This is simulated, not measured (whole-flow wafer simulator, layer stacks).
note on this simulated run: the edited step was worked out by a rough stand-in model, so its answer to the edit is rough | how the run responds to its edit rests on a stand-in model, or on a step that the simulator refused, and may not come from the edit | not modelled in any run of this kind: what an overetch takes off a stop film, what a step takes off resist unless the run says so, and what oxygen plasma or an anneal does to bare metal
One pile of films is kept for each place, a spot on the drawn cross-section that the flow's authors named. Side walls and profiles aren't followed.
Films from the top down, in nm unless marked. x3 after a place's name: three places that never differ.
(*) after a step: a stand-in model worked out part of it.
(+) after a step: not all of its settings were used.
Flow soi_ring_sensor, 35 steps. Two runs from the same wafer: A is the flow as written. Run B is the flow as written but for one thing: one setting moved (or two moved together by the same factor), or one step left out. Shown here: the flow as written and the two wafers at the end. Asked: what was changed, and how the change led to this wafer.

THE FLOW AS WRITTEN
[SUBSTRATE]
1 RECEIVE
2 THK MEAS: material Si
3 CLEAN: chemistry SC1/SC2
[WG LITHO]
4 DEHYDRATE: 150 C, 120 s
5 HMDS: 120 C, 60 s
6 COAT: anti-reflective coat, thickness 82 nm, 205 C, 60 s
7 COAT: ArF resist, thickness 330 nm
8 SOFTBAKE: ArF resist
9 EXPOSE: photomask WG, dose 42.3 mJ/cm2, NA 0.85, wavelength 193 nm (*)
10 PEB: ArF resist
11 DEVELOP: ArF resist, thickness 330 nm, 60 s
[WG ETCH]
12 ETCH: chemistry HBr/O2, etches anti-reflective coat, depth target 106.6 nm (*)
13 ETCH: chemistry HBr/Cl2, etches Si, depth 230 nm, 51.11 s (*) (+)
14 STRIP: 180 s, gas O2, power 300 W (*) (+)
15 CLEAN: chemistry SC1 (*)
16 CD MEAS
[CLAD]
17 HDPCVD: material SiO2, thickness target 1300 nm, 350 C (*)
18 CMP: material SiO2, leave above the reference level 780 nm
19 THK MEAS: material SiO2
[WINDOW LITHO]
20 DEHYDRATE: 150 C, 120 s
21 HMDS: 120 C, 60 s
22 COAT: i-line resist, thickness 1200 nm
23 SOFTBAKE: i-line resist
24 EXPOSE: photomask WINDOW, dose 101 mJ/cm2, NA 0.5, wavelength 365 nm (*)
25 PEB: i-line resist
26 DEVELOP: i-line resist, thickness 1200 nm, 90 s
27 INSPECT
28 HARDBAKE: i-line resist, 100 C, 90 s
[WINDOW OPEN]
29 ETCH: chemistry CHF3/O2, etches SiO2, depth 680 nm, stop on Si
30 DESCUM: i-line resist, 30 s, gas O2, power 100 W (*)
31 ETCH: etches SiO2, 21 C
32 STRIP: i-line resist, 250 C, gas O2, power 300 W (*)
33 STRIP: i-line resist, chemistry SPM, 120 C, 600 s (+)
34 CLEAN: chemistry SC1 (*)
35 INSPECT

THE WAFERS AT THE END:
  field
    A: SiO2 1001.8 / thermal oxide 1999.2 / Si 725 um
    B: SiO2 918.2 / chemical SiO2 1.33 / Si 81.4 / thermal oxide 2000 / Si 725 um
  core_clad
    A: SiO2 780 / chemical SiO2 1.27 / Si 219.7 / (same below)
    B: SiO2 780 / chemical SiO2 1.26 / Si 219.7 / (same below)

The cause: step 13, ETCH: depth 138 nm was run, where the flow has depth 230 nm; step 13, ETCH: 30.67 s was run, where the flow has 51.11 s.

How the change led to this, step by step:
  13 ETCH: chemistry HBr/Cl2, etches Si, depth 230 nm, 51.11 s (*) (+)
      gap, window, field, gap_clad: A Si -220 (all of it), thermal oxide -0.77 | B Si -138
      core, core_clad: A ArF resist -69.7 | B ArF resist -41.8
  14 STRIP: 180 s, gas O2, power 300 W (*) (+)
      gap, window, field, gap_clad: A nothing | B chemical SiO2 +1.33 (new film), Si -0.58
      core, core_clad: A ArF resist -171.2 (all of it), anti-reflective coat -82 (all of it), chemical SiO2 +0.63, Si -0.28 | B ArF resist -199.1 (all of it), anti-reflective coat -82 (all of it), chemical SiO2 +0.62, Si -0.27
  18 CMP: material SiO2, leave above the reference level 780 nm
      gap, window, field, gap_clad: A SiO2 -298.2 | B SiO2 -381.8
